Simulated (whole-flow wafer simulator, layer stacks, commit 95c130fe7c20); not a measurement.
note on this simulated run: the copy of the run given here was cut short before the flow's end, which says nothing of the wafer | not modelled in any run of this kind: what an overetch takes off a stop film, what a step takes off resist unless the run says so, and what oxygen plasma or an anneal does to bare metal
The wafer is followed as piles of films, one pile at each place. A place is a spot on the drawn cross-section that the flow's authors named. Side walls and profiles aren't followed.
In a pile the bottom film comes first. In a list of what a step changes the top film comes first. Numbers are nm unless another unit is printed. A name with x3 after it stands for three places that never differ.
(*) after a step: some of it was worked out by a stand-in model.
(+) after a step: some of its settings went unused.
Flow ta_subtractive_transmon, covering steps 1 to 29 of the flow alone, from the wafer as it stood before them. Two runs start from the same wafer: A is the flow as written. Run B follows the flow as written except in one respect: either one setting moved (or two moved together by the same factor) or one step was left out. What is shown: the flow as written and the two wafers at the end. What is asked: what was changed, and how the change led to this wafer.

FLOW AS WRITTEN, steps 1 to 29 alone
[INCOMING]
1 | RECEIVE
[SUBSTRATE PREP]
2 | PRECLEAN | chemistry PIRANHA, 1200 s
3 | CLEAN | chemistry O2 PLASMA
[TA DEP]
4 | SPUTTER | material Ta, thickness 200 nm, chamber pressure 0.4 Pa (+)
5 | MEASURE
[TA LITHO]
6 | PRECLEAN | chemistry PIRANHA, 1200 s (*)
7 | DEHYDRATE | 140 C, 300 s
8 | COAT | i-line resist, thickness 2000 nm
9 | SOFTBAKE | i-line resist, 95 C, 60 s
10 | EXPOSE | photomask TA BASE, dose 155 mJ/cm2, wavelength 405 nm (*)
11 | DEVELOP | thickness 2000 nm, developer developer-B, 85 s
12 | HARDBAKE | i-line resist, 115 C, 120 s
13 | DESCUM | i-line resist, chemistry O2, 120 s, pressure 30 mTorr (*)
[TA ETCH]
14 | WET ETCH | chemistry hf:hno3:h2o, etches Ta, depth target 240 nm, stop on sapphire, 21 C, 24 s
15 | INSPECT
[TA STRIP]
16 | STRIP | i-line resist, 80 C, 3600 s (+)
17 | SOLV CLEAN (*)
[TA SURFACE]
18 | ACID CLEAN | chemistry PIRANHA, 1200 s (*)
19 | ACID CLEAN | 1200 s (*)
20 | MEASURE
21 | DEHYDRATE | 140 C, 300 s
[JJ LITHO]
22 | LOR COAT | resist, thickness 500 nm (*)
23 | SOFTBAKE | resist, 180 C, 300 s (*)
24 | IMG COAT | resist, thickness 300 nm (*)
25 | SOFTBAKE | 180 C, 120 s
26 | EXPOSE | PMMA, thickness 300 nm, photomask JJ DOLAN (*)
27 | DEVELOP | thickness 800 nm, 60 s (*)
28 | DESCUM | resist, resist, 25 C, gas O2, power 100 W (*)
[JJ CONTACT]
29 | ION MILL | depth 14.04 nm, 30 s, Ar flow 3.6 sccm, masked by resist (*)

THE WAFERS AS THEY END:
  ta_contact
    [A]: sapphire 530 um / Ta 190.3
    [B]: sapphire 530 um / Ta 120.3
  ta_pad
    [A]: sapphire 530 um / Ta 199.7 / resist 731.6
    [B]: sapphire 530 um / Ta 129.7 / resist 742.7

Cause: step 4, SPUTTER: thickness 130 nm was run, though the flow has thickness 200 nm.

Step by step, how the change led to this:
  4 | SPUTTER | material Ta, thickness 200 nm, chamber pressure 0.4 Pa (+)
      field x2, jj_line, lead, ta_contact, ta_pad: A +200 Ta (new film) | B +130 Ta (new film)
  14 | WET ETCH | chemistry hf:hno3:h2o, etches Ta, depth target 240 nm, stop on sapphire, 21 C, 24 s
      field x2, jj_line, lead: A -200 Ta (all of it) | B -130 Ta (all of it)
  22 | LOR COAT | resist, thickness 500 nm (*)
      lead: A +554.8 resist (new film) | B +536.5 resist (new film)
      ta_contact: A +443.8 resist (new film) | B +462.3 resist (new film)
  24 | IMG COAT | resist, thickness 300 nm (*)
      ta_pad: A +281.3 resist | B +287.7 resist
  27 | DEVELOP | thickness 800 nm, 60 s (*)
      lead: A -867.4 resist (all of it) | B -844.7 resist (all of it)
      ta_contact: A -731.2 resist (all of it) | B -754.3 resist (all of it)
